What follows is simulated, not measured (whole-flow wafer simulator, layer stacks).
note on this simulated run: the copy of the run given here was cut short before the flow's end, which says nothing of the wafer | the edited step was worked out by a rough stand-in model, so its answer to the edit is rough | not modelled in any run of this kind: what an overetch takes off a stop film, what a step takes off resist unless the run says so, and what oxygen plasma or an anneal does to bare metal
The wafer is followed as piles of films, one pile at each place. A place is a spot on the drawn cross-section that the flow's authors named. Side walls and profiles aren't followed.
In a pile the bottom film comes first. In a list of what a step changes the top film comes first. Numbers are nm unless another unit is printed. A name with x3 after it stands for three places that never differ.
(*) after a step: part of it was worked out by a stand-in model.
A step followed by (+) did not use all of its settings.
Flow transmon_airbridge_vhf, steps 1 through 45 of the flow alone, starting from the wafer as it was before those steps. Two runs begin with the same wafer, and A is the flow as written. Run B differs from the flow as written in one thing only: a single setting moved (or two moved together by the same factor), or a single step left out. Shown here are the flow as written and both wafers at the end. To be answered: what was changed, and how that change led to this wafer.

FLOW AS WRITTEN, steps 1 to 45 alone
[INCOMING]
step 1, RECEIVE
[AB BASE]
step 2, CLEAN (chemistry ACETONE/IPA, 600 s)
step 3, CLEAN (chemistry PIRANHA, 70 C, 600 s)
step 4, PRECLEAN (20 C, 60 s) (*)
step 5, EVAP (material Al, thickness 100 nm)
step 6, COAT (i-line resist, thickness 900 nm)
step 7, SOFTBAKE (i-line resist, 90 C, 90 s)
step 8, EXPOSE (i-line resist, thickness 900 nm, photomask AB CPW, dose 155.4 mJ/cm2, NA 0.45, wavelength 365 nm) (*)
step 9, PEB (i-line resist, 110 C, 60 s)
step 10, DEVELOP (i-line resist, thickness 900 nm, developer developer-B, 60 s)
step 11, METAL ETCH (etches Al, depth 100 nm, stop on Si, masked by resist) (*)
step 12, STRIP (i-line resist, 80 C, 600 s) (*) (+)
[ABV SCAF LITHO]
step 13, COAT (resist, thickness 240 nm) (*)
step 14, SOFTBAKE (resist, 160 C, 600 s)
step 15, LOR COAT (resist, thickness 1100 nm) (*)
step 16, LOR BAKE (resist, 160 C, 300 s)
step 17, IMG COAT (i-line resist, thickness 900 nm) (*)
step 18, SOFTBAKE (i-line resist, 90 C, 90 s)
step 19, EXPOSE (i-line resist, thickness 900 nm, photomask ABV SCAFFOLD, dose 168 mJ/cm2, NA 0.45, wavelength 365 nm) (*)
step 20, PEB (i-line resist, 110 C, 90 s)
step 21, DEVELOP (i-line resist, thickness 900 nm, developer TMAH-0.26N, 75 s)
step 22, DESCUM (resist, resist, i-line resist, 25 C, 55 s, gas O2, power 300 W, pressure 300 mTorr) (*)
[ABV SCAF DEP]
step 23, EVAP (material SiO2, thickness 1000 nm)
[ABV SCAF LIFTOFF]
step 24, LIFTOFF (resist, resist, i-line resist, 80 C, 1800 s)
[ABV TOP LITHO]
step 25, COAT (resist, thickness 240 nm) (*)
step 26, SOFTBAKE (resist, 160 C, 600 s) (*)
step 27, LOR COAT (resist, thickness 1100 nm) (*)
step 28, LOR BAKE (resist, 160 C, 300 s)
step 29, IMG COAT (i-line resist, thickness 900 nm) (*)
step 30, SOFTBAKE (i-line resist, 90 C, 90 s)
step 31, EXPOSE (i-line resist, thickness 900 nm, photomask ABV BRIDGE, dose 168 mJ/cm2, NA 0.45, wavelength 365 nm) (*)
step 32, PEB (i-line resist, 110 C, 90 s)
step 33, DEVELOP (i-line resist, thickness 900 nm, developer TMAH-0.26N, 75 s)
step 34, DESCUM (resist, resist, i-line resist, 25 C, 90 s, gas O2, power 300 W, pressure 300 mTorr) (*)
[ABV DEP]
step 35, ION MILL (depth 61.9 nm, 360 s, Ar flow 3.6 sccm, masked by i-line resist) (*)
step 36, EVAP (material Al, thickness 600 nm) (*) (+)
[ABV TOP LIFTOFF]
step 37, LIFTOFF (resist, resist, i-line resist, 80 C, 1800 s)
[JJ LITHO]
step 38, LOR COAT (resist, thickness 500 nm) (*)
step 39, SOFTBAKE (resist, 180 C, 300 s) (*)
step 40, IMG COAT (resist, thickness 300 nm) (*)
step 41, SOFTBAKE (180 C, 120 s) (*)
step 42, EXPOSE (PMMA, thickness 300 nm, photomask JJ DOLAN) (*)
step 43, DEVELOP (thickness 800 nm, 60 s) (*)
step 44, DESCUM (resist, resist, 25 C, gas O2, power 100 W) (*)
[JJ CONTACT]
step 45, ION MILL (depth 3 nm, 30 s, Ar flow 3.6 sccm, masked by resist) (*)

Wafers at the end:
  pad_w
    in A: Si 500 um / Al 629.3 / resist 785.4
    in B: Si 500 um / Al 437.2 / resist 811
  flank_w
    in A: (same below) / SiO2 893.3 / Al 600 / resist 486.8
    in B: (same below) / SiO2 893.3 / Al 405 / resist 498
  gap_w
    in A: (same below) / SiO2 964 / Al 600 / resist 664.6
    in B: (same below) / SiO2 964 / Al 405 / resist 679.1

What caused this: step 36, EVAP: thickness 405 nm was run, while the flow as written has thickness 600 nm.
The wafer itself shows it: flank_w has Al 405, and step 36 as written asks for 600 nm.

How this came from the change, step by step:
  step 36, EVAP (material Al, thickness 600 nm) (*) (+)
      field x3, jj_line, ground_far and 10 more: A +600 Al (new film) | B +405 Al (new film)
      pad_w, pad_e: A +591.2 Al | B +399.1 Al
  step 37, LIFTOFF (resist, resist, i-line resist, 80 C, 1800 s)
      field x3, jj_line, trace_open_s x2: A -600 Al (all of it), -600 i-line resist (all of it), -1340 resist (all of it) | B -405 Al (all of it), -600 i-line resist (all of it), -1340 resist (all of it)
      margin_s, margin_n: A -600 Al (all of it), -318.3 i-line resist (all of it), -992 resist (all of it) | B -405 Al (all of it), -318.3 i-line resist (all of it), -992 resist (all of it)
      (also at 1 further place)
  step 38, LOR COAT (resist, thickness 500 nm) (*)
      pad_w, pad_e: A +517 resist (new film) | B +533.9 resist (new film)
      margin_s, margin_n: A +445.3 resist (new film) | B +428.1 resist (new film)
      (also at 1 further place)
  step 40, IMG COAT (resist, thickness 300 nm) (*)
      pad_w, pad_e: A +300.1 resist | B +308.9 resist
      flank_w, flank_e: A +212.1 resist | B +218.7 resist
      (also at 4 further places)
